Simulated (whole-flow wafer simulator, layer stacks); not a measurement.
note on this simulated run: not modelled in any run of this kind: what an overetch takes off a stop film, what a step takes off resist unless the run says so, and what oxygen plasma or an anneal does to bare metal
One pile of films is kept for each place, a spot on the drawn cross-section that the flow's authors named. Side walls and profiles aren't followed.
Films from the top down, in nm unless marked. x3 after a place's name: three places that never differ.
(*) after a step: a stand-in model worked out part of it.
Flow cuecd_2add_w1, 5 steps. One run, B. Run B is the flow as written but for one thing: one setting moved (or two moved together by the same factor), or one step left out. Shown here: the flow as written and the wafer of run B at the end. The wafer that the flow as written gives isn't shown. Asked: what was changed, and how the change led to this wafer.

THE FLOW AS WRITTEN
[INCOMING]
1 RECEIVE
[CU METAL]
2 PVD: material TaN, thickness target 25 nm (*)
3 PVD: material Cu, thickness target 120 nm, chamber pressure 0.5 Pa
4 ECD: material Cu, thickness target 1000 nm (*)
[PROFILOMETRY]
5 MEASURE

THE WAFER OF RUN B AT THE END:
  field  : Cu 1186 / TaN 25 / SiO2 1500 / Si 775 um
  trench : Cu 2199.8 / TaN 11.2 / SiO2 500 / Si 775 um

The cause: step 3, PVD: thickness target 186 nm was run, where the flow has thickness target 120 nm.

How the change led to this, step by step:
  3 PVD: material Cu, thickness target 120 nm, chamber pressure 0.5 Pa
      field: Cu +186 (new film) (as written it would be: Cu +120 (new film))
      trench: Cu +81.3 (new film) (as written it would be: Cu +53.6 (new film))
